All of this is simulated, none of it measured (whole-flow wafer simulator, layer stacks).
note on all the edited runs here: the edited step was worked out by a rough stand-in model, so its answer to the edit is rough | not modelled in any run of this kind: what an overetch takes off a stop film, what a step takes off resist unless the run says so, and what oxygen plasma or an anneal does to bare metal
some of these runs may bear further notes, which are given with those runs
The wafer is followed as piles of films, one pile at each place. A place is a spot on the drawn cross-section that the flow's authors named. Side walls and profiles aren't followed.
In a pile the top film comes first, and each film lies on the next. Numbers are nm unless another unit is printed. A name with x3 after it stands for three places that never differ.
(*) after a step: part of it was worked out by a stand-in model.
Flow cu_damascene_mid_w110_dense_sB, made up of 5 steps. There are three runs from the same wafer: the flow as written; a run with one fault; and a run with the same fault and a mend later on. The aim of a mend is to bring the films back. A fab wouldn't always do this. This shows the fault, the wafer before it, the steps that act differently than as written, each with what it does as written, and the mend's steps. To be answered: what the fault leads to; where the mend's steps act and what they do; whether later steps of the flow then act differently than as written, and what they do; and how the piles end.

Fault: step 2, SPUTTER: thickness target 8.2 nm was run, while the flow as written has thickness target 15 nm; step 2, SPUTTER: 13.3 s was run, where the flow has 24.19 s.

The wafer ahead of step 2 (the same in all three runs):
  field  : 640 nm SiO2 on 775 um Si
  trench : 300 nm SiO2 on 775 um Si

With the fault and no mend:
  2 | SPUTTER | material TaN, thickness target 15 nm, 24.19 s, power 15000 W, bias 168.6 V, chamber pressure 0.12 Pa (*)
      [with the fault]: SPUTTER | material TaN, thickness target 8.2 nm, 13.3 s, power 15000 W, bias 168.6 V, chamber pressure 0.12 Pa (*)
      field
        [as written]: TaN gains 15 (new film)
        [with the fault]: TaN gains 8.2 (new film)
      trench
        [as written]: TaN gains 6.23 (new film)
        [with the fault]: TaN gains 3.41 (new film)
  Later steps of the flow acting differently than as written (not shown: 2 more steps that differ only slightly, by at most 2% or 0.5 nm, whichever is larger):
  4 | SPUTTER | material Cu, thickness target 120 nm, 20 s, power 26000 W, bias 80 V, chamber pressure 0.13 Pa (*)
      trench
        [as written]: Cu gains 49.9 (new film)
        [with the fault]: Cu gains 51 (new film)
  The piles end different from the flow's at field, trench by more than 2% or 0.5 nm, whichever is larger.
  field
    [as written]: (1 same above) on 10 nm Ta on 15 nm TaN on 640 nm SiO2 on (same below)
    [with the fault]: (1 same above) on 10 nm Ta on 8.2 nm TaN on 640 nm SiO2 on (same below)
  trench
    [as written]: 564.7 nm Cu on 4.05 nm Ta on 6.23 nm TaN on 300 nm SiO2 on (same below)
    [with the fault]: 560.7 nm Cu on 4.13 nm Ta on 3.41 nm TaN on 300 nm SiO2 on (same below)

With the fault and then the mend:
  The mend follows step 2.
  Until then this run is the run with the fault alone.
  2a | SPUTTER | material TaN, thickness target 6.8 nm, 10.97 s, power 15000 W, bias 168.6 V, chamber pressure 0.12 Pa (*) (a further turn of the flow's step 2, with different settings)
      field
        TaN gains 6.8
      trench
        TaN gains 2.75
  Every later step of the flow that is run acts as written, at every place that is followed, to within 2% or 0.5 nm, whichever is larger.
  At the end the piles are close to the flow's at the places that both follow, differing by at most 2% or 0.5 nm, whichever is larger.
